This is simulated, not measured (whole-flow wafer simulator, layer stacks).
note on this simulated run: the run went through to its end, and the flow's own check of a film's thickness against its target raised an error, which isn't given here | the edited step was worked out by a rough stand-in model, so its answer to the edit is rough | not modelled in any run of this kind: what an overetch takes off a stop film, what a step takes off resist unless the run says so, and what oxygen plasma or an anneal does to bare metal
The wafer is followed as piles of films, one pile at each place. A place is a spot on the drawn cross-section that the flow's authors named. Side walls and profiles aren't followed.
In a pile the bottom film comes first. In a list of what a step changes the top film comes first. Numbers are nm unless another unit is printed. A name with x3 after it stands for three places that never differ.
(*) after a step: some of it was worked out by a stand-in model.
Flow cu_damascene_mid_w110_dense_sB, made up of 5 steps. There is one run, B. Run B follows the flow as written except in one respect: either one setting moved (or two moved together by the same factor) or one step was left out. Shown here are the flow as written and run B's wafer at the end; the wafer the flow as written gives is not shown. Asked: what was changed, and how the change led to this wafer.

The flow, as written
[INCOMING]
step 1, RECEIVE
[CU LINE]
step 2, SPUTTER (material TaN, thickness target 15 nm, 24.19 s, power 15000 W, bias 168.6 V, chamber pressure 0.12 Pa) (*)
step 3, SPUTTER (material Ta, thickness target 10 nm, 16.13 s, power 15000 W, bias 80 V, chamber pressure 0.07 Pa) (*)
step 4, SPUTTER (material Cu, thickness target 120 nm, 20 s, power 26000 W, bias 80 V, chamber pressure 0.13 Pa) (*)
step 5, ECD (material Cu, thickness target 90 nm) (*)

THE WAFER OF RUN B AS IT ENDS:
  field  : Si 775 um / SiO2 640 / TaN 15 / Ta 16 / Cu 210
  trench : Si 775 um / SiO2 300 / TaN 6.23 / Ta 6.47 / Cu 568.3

Cause: step 3, SPUTTER: thickness target 16 nm was run, while the flow as written has thickness target 10 nm.
The wafer lets one read it off: field has Ta 16, and step 3 as written asks for 10 nm.

How this came from the change, step by step:
  step 3, SPUTTER (material Ta, thickness target 10 nm, 16.13 s, power 15000 W, bias 80 V, chamber pressure 0.07 Pa) (*)
      field: +16 Ta (new film) (as written it would have been: +10 Ta (new film))
      trench: +6.47 Ta (new film) (as written it would have been: +4.05 Ta (new film))
